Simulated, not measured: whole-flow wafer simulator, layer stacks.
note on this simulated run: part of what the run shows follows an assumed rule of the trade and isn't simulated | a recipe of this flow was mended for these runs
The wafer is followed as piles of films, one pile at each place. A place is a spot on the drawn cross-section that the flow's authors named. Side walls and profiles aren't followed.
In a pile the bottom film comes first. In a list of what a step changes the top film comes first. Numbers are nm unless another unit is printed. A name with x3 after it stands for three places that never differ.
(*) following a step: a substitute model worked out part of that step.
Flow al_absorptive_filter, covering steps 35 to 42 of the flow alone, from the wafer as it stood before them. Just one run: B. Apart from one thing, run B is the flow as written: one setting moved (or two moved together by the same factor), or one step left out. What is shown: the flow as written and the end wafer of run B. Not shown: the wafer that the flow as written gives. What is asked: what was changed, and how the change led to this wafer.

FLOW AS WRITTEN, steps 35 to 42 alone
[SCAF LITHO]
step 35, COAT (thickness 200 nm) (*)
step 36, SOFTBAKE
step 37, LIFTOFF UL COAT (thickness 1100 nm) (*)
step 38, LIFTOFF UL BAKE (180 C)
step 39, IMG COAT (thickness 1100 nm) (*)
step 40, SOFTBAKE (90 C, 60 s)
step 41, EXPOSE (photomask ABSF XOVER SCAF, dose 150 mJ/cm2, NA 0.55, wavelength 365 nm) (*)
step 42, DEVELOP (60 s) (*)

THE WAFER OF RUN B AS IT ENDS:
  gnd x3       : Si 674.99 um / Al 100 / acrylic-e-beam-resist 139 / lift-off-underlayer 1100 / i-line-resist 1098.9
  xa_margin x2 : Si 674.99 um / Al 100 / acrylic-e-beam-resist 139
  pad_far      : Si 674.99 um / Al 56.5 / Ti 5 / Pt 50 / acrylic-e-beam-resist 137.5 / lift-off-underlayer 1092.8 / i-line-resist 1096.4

Cause: step 35, COAT: thickness 139 nm was run, whereas the flow has thickness 200 nm.
The wafer itself shows it: gnd x3 has acrylic-e-beam-resist 139, and step 35 as written asks for 200 nm.

Step by step, how the change led to this:
  step 35, COAT (thickness 200 nm) (*)
      gnd x3, xa_margin x2, idc_field: +139 acrylic-e-beam-resist (new film) (it would be, as written: +200 acrylic-e-beam-resist (new film))
      pad_far: +137.5 acrylic-e-beam-resist (new film) (it would be, as written: +198.5 acrylic-e-beam-resist (new film))
      (also at 7 further places)
